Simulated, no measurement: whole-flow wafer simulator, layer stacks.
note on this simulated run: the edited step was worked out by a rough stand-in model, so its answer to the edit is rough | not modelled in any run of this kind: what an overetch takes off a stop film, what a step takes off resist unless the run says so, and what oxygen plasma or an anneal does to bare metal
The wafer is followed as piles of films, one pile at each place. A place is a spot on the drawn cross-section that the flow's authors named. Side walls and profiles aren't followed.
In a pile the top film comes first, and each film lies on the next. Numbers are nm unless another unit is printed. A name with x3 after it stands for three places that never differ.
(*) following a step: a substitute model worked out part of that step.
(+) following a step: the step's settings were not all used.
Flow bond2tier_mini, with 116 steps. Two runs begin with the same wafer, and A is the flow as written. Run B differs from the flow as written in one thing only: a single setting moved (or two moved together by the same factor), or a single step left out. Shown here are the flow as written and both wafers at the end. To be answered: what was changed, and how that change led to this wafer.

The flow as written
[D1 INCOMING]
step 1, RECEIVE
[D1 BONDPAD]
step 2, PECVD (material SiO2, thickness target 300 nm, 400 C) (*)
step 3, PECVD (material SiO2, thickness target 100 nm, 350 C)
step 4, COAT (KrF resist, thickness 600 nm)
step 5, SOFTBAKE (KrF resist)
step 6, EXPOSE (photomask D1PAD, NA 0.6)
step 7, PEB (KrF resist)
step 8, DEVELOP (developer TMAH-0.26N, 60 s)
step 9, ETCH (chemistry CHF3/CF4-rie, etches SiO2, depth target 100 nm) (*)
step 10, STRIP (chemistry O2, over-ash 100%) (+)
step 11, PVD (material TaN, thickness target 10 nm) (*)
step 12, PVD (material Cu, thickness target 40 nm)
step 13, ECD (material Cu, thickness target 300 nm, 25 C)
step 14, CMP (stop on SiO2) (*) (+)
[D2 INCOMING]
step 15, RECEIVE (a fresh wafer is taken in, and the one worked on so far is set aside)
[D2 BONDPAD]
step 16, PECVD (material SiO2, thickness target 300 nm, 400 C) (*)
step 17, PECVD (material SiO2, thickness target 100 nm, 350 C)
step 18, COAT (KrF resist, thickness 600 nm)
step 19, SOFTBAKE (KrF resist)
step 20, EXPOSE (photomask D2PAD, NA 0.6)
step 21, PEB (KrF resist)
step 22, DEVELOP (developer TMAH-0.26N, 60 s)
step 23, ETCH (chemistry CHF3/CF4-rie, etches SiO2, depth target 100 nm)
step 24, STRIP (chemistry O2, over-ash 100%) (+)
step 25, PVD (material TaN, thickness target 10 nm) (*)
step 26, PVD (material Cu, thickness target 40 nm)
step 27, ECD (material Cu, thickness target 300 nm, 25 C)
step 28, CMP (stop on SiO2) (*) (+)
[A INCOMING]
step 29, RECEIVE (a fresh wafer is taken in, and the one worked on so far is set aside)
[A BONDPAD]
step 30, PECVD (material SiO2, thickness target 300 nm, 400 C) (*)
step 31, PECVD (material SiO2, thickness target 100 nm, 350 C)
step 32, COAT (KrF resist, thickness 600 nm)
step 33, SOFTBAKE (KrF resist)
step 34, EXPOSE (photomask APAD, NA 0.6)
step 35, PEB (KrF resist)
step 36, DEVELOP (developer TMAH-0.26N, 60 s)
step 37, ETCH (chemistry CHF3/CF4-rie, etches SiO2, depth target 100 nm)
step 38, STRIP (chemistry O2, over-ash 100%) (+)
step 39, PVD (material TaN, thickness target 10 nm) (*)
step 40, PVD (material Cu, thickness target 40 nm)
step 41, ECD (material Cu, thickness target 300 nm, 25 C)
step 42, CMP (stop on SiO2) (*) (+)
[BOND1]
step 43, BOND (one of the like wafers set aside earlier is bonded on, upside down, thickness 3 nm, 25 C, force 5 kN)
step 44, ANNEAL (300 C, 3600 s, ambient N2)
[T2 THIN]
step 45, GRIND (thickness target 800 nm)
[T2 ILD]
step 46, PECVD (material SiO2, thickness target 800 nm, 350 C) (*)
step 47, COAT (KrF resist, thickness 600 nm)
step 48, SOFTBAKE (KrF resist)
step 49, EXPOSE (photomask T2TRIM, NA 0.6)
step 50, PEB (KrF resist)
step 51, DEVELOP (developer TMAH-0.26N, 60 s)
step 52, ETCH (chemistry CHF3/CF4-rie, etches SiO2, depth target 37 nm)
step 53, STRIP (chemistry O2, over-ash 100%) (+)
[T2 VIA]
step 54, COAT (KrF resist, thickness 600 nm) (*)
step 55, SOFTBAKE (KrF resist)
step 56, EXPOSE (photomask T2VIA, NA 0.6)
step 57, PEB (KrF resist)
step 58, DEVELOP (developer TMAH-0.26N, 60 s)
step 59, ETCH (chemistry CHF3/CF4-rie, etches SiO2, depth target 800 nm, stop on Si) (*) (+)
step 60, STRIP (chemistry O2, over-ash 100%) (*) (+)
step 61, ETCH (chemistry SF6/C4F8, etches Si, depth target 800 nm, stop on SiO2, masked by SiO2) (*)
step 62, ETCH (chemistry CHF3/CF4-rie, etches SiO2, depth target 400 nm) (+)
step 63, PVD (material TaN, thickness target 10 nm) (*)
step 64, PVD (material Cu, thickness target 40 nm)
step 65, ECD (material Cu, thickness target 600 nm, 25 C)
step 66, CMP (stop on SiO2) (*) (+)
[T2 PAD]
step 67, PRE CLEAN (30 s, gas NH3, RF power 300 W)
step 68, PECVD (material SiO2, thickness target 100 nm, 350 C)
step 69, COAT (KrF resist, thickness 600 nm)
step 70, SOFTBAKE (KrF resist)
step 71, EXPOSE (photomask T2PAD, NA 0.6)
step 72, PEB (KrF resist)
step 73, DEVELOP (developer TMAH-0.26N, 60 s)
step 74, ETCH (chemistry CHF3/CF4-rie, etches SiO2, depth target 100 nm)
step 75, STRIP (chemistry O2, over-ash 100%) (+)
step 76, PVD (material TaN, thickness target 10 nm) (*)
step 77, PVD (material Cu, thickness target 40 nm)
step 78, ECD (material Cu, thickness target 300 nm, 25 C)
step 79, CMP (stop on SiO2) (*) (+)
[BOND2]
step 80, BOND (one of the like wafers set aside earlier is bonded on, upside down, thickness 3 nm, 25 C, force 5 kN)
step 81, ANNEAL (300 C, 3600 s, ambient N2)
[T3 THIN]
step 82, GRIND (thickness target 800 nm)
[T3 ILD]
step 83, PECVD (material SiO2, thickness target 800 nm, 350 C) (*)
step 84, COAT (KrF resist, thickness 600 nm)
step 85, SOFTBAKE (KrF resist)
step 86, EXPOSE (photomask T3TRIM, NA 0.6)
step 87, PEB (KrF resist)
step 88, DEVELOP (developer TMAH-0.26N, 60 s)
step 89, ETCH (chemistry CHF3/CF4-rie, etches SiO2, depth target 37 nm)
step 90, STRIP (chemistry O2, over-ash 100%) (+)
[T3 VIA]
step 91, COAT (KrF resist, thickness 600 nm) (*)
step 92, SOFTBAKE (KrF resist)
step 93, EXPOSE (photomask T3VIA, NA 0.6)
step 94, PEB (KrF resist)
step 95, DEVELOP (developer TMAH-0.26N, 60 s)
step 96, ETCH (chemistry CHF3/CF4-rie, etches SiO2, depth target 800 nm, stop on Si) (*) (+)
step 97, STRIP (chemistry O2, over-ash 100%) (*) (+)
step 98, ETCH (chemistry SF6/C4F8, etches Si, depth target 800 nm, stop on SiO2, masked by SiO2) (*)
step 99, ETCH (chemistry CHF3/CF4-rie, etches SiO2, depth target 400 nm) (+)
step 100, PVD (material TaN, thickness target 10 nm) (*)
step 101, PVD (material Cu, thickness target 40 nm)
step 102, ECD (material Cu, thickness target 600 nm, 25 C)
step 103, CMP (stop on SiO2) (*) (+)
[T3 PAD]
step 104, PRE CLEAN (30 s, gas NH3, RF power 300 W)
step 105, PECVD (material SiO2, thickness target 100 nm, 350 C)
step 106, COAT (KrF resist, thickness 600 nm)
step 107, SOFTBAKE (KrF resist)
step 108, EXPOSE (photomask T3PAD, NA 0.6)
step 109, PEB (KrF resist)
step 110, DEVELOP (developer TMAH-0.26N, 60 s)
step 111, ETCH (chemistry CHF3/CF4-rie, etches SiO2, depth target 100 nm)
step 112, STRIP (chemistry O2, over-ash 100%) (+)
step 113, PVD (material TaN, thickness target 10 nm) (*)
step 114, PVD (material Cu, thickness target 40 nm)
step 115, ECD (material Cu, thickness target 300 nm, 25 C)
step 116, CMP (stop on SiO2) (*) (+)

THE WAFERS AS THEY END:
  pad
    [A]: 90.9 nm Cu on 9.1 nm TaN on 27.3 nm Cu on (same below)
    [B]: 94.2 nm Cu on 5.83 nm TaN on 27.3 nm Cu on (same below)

The reason: step 113, PVD: thickness target 6.4 nm was run, whereas the flow has thickness target 10 nm.

Step by step, how the change led to this:
  step 113, PVD (material TaN, thickness target 10 nm) (*)
      field: A +10 TaN (new film) | B +6.4 TaN (new film)
      pad: A +9.1 TaN (new film) | B +5.83 TaN (new film)
  step 116, CMP (stop on SiO2) (*) (+)
      field: A -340 Cu (all of it), -10 TaN (all of it) | B -340 Cu (all of it), -6.4 TaN (all of it)
